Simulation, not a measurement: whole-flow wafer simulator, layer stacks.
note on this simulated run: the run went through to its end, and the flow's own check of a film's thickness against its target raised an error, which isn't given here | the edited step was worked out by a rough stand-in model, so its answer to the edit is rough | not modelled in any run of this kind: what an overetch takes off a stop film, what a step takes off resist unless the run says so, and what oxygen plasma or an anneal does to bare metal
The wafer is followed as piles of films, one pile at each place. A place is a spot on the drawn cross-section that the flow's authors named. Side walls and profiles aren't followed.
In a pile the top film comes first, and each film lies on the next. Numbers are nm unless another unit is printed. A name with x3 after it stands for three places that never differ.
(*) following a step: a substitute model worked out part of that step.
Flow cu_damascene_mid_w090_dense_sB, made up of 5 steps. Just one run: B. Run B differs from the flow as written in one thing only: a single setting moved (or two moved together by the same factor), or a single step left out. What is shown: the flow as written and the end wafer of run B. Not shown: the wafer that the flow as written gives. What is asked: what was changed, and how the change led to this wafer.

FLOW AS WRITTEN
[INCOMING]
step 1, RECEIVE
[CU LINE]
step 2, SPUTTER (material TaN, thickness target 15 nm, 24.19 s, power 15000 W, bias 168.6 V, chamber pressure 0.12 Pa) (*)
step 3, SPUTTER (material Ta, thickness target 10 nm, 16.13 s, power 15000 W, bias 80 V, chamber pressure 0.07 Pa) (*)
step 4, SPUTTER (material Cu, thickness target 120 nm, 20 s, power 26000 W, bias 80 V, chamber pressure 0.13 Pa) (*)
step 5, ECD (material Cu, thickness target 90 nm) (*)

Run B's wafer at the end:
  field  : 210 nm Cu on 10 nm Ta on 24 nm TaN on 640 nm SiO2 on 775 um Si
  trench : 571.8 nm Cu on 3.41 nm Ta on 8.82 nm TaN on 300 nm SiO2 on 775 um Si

What caused this: step 2, SPUTTER: thickness target 24 nm was run, while the flow as written has thickness target 15 nm; step 2, SPUTTER: 38.7 s was run, where the flow has 24.19 s.
The wafer lets one read it off: field has TaN 24, and step 2 as written asks for 15 nm.

Step by step, how the change led to this:
  step 2, SPUTTER (material TaN, thickness target 15 nm, 24.19 s, power 15000 W, bias 168.6 V, chamber pressure 0.12 Pa) (*)
      field: TaN gains 24 (new film) (it would be, as written: TaN gains 15 (new film))
      trench: TaN gains 8.82 (new film) (it would be, as written: TaN gains 5.51 (new film))
  step 4, SPUTTER (material Cu, thickness target 120 nm, 20 s, power 26000 W, bias 80 V, chamber pressure 0.13 Pa) (*)
      trench: Cu gains 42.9 (new film) (it would be, as written: Cu gains 44.3 (new film))
